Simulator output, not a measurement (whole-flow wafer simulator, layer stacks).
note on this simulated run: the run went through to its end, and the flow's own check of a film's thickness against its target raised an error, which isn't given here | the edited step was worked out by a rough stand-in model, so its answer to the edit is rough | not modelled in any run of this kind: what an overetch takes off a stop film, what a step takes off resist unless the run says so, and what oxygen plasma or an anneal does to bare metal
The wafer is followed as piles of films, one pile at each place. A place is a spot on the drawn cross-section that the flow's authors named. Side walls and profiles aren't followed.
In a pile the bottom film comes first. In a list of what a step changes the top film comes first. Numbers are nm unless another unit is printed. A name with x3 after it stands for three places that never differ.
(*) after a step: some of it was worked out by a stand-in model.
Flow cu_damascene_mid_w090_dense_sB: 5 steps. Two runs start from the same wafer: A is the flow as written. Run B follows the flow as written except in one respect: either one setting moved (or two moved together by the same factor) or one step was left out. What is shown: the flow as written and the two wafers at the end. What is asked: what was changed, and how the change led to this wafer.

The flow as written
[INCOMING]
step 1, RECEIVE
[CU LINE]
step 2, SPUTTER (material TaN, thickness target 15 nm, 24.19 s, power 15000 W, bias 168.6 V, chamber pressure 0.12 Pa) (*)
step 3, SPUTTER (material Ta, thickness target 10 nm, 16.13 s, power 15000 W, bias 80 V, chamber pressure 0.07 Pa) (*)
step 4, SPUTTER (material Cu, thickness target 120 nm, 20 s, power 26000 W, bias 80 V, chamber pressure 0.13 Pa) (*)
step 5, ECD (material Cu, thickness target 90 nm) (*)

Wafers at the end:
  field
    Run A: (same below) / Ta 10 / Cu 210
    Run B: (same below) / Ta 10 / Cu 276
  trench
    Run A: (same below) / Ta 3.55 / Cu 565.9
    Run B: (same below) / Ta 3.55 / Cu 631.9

The reason: step 4, SPUTTER: thickness target 186 nm was run, while the flow as written has thickness target 120 nm; step 4, SPUTTER: 31 s was run, where the flow has 20 s.

The path from the change to this, step by step:
  step 4, SPUTTER (material Cu, thickness target 120 nm, 20 s, power 26000 W, bias 80 V, chamber pressure 0.13 Pa) (*)
      field: A +120 Cu (new film) | B +186 Cu (new film)
      trench: A +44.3 Cu (new film) | B +68.7 Cu (new film)
  step 5, ECD (material Cu, thickness target 90 nm) (*)
      trench: A +521.6 Cu | B +563.2 Cu
